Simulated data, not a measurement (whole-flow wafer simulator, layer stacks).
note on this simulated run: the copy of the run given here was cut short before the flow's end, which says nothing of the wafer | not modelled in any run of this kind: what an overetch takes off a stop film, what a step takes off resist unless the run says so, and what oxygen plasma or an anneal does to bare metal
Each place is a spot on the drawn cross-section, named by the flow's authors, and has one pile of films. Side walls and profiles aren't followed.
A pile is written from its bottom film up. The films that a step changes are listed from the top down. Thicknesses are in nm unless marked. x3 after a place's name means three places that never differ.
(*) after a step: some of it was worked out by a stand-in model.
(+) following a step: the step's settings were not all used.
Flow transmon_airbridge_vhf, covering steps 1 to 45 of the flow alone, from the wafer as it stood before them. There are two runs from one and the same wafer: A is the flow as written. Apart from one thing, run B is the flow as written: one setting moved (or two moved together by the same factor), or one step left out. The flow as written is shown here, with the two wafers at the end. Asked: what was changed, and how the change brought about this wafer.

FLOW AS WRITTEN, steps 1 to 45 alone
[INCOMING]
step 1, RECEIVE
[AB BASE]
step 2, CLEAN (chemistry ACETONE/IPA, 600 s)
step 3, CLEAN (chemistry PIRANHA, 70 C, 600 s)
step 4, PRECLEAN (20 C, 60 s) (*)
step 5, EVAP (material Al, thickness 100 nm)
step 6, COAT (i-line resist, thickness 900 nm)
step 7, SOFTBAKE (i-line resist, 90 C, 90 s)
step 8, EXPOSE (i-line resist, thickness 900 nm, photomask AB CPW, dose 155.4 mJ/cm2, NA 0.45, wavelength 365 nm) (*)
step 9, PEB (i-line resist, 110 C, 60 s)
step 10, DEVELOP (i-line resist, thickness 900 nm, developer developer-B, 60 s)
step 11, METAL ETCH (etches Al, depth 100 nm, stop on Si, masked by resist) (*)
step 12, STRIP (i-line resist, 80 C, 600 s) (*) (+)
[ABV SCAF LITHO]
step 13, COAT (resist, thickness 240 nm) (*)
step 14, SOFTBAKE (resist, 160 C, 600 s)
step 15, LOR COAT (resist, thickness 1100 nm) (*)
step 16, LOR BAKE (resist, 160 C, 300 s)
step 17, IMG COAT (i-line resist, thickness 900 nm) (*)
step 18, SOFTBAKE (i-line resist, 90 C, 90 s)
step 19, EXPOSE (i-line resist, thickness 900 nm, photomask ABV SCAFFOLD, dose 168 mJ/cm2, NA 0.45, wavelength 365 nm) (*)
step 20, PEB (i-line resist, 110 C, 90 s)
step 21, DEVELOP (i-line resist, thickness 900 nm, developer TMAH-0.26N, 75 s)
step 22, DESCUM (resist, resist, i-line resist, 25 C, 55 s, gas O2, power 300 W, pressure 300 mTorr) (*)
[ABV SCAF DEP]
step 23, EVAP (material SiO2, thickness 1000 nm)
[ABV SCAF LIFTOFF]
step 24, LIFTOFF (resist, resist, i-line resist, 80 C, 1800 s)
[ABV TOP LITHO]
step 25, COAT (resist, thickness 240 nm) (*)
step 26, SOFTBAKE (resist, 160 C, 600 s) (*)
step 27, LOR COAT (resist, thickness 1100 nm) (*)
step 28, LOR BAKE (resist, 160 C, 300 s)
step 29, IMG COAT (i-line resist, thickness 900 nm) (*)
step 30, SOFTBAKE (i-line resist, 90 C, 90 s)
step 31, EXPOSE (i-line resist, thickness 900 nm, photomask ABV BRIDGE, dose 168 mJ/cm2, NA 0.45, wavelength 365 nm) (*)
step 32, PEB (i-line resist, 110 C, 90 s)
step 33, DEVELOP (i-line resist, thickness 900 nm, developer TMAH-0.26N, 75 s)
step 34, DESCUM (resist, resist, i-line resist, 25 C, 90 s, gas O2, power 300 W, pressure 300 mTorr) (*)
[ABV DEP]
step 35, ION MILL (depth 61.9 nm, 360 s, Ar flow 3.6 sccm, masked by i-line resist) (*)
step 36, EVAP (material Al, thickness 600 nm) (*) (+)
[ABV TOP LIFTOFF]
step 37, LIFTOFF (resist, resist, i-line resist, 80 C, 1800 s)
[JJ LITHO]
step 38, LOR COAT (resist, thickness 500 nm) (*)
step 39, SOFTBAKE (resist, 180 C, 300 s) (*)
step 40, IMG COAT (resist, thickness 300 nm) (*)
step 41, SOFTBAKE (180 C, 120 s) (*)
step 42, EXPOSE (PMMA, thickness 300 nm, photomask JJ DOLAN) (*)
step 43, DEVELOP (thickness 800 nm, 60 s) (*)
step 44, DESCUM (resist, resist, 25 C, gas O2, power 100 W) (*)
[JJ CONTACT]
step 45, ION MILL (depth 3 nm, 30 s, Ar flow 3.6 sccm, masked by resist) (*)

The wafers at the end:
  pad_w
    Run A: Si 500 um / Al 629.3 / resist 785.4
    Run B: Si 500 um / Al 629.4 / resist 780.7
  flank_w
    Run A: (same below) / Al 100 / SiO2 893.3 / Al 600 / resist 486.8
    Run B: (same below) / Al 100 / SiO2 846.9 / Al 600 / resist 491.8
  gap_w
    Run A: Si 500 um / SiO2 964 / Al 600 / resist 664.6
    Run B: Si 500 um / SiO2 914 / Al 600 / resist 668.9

Cause: step 23, EVAP: thickness 950 nm was run, though the flow has thickness 1000 nm.

How this came from the change, step by step:
  step 23, EVAP (material SiO2, thickness 1000 nm)
      field x3, jj_line, ground_far and 10 more: A SiO2 gains 1000 (new film) | B SiO2 gains 950 (new film)
      flank_w, flank_e: A SiO2 gains 929.3 (new film) | B SiO2 gains 882.9 (new film)
  step 24, LIFTOFF (resist, resist, i-line resist, 80 C, 1800 s)
      field x3, jj_line, trace_open_s x2: A SiO2 loses 1000 (all of it), i-line resist loses 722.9 (all of it), resist loses 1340 (all of it) | B SiO2 loses 950 (all of it), i-line resist loses 722.9 (all of it), resist loses 1340 (all of it)
      pad_w, pad_e: A SiO2 loses 1000 (all of it), i-line resist loses 718 (all of it), resist loses 1330.2 (all of it) | B SiO2 loses 950 (all of it), i-line resist loses 718 (all of it), resist loses 1330.2 (all of it)
      (and at 1 other place as well)
  step 29, IMG COAT (i-line resist, thickness 900 nm) (*)
      margin_s, margin_n: A i-line resist gains 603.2 (new film) | B i-line resist gains 619.1 (new film)
      bridge_strip: A i-line resist gains 556 (new film) | B i-line resist gains 572.7 (new film)
  step 32, PEB (i-line resist, 110 C, 90 s)
      margin_s, margin_n: A i-line resist loses 30.6 | B i-line resist loses 31.4
      bridge_strip: A i-line resist loses 28.1 | B i-line resist loses 29
  step 33, DEVELOP (i-line resist, thickness 900 nm, developer TMAH-0.26N, 75 s)
      bridge_strip: A i-line resist loses 527.8 (all of it), resist loses 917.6 | B i-line resist loses 543.7 (all of it), resist loses 925.6
  step 37, LIFTOFF (resist, resist, i-line resist, 80 C, 1800 s)
      margin_s, margin_n: A Al loses 600 (all of it), i-line resist loses 318.3 (all of it), resist loses 992 (all of it) | B Al loses 600 (all of it), i-line resist loses 333.3 (all of it), resist loses 1006.6 (all of it)
